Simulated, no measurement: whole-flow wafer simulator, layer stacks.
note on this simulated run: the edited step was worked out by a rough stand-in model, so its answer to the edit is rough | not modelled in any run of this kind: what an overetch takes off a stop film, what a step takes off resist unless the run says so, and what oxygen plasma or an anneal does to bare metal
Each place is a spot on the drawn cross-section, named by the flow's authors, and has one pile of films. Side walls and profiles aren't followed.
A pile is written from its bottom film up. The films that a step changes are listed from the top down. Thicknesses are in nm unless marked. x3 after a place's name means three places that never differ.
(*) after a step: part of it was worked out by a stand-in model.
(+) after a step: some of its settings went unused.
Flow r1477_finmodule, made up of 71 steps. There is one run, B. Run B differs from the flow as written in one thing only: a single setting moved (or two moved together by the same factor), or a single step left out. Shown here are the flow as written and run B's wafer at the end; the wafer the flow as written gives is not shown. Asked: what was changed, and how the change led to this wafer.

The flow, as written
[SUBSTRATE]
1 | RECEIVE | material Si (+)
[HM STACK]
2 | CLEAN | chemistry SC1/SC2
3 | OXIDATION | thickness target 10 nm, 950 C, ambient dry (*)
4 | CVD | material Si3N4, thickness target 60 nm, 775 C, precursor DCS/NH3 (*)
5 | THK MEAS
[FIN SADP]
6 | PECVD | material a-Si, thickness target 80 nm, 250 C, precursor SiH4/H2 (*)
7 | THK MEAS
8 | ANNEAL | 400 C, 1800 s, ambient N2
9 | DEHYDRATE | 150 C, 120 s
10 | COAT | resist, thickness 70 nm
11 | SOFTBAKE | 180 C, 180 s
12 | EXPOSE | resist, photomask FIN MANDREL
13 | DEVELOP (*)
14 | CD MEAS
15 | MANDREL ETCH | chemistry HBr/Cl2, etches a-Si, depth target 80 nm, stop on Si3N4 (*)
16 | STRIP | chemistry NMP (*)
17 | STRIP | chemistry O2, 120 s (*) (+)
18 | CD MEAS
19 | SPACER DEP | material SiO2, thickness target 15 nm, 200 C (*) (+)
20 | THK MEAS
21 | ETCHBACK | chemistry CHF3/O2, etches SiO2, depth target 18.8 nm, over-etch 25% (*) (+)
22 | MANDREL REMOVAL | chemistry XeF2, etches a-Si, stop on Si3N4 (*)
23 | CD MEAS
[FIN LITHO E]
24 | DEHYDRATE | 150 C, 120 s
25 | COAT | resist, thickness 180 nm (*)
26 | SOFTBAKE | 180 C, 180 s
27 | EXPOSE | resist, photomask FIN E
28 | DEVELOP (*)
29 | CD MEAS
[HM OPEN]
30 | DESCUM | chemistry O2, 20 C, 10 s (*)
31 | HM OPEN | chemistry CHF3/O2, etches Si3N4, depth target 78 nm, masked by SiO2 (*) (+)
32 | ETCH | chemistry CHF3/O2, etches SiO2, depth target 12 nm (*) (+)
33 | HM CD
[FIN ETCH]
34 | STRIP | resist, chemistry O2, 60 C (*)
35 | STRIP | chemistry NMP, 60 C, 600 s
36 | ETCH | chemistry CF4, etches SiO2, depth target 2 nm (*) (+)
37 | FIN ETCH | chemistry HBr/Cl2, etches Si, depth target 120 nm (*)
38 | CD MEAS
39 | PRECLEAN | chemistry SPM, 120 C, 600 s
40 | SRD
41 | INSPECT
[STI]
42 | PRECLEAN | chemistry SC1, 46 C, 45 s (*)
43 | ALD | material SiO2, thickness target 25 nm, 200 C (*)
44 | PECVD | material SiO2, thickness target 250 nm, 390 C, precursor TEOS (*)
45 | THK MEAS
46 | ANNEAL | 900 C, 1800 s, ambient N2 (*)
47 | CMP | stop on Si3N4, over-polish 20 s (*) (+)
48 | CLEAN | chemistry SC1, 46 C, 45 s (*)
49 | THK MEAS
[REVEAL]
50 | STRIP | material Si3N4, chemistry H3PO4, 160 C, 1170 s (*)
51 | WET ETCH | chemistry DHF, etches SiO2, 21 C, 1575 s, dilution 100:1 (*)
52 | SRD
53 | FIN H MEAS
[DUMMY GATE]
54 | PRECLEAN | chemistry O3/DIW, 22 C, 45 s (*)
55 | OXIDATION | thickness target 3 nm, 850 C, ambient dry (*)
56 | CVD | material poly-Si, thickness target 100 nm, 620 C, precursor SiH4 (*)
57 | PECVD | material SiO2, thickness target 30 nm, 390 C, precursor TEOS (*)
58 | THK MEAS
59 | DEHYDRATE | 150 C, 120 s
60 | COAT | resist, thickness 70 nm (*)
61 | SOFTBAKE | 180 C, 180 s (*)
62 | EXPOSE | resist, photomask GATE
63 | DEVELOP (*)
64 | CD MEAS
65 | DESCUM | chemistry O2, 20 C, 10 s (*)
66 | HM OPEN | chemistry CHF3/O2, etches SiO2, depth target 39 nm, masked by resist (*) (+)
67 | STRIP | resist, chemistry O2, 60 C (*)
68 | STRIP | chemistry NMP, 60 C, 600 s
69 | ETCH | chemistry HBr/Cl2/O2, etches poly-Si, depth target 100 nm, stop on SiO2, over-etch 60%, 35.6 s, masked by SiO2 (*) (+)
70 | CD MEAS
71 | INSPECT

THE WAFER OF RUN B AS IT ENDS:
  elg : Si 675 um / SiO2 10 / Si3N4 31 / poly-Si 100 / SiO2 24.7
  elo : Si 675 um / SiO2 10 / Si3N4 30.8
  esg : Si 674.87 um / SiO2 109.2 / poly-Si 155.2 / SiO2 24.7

Cause: step 21, ETCHBACK: depth target 19.7 nm was run, whereas the flow has depth target 18.8 nm.

How this came from the change, step by step:
  21 | ETCHBACK | chemistry CHF3/O2, etches SiO2, depth target 18.8 nm, over-etch 25% (*) (+)
      pad, padg, elg and 21 more: SiO2 loses 15 (all of it), Si3N4 loses 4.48 (as written it would have been: SiO2 loses 15 (all of it), Si3N4 loses 3.62)
  51 | WET ETCH | chemistry DHF, etches SiO2, 21 C, 1575 s, dilution 100:1 (*)
      elg, e40lg, e100lg, e200lg, elo, e40lo, e100lo, e200lo: SiO2 loses 18.7 (all of it), Si3N4 loses 4.9 (as written it would have been: SiO2 loses 17.8 (all of it), Si3N4 loses 4.97)
